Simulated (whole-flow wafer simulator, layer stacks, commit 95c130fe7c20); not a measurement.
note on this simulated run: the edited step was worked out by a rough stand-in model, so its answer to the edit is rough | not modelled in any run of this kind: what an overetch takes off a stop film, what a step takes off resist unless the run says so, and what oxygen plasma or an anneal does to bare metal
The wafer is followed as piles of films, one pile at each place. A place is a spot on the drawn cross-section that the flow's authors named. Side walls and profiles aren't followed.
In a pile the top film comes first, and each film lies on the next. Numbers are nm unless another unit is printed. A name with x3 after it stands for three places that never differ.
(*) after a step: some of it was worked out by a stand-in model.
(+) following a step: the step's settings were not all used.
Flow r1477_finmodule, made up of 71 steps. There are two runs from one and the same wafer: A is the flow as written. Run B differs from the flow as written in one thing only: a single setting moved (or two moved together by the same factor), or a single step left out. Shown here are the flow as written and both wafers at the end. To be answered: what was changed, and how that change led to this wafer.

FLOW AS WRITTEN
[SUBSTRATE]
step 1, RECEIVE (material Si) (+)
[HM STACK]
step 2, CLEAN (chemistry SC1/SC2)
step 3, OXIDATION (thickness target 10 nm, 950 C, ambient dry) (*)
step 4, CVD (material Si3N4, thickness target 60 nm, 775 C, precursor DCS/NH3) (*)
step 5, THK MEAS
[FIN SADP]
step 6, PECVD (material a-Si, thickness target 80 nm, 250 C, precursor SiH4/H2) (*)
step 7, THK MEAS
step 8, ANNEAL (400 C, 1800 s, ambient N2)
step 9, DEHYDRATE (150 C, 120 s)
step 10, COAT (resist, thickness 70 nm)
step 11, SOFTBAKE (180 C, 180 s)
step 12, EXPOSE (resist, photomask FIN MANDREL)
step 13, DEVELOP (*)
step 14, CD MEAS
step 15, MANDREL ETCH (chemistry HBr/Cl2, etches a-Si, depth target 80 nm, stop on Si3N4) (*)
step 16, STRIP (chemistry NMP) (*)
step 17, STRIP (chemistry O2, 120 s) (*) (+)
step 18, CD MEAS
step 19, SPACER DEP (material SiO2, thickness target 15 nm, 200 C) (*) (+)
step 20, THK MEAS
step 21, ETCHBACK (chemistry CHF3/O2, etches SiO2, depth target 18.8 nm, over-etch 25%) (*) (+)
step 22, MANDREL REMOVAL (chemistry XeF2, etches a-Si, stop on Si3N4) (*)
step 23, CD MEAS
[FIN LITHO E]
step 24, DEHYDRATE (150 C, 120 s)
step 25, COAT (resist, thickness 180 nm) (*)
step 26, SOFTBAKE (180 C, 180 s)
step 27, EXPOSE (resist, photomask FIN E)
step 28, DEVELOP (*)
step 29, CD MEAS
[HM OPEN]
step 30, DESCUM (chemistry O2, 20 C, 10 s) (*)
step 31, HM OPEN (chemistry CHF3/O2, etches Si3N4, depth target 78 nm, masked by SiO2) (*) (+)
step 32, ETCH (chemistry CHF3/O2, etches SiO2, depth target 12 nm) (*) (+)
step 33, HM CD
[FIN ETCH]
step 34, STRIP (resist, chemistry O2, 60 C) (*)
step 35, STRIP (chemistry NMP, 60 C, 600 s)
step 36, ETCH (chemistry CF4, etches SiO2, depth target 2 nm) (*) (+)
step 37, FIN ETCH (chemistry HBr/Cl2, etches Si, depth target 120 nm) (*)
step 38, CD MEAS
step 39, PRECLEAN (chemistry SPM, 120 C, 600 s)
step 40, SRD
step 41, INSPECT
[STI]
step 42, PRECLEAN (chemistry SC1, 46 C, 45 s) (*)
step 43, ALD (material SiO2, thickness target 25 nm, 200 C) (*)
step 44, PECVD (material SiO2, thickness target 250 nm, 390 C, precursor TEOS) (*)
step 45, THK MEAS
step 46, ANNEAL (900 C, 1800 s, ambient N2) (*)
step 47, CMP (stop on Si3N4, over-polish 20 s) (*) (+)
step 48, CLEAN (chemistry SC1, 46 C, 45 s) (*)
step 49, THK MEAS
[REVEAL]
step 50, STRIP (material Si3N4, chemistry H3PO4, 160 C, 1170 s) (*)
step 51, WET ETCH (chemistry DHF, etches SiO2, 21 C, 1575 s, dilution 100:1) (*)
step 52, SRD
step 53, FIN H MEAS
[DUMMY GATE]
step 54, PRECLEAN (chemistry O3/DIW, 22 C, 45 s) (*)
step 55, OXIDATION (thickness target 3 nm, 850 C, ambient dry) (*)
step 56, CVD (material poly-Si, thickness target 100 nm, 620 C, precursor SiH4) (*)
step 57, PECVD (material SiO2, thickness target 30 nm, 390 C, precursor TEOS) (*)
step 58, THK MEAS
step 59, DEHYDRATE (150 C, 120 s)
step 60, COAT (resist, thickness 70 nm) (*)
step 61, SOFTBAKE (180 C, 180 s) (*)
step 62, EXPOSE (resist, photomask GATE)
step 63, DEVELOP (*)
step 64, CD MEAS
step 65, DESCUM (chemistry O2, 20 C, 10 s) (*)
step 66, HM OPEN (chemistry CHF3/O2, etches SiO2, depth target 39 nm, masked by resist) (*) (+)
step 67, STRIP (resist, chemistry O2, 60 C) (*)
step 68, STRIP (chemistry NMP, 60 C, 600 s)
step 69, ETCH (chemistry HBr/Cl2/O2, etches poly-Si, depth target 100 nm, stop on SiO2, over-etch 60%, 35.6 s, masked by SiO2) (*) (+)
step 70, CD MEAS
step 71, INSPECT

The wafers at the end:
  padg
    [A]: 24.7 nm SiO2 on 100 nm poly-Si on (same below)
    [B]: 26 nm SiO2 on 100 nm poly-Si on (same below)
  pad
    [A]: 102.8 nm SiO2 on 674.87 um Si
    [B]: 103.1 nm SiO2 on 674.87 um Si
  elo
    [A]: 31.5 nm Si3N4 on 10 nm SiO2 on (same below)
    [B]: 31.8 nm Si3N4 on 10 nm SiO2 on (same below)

What caused this: step 69, ETCH: depth target 75 nm was run, though the flow has depth target 100 nm; step 69, ETCH: 26.7 s was run, where the flow has 35.6 s.

Step by step, how the change led to this:
  step 69, ETCH (chemistry HBr/Cl2/O2, etches poly-Si, depth target 100 nm, stop on SiO2, over-etch 60%, 35.6 s, masked by SiO2) (*) (+)
      padg, elg, esg and 15 more: A -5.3 SiO2 | B -3.98 SiO2
